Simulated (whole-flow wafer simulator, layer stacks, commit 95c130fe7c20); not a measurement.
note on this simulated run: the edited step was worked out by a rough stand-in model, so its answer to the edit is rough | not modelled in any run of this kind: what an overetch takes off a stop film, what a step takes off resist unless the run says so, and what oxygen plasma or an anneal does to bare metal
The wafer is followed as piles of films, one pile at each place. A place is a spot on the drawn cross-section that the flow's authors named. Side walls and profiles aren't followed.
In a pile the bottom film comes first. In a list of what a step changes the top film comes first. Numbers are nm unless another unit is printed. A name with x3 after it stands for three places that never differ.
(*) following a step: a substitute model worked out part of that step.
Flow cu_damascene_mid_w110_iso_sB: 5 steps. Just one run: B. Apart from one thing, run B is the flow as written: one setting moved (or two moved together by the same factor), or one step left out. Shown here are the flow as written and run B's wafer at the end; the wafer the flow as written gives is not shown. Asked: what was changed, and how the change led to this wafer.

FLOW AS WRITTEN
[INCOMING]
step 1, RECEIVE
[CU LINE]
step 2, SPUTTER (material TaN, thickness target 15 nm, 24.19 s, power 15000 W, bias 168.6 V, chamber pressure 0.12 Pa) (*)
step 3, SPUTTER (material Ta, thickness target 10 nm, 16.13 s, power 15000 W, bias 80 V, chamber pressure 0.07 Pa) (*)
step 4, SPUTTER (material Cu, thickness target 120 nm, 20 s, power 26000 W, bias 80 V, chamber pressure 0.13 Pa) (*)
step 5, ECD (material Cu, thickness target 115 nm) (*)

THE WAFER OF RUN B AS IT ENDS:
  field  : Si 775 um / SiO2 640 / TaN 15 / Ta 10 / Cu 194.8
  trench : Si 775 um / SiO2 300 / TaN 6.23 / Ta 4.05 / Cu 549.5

Cause: step 5, ECD: thickness target 74.8 nm was run, while the flow as written has thickness target 115 nm.

Step by step, how the change led to this:
  step 5, ECD (material Cu, thickness target 115 nm) (*)
      field: +74.8 Cu (in the flow as written it would be: +115 Cu)
      trench: +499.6 Cu (in the flow as written it would be: +539.8 Cu)
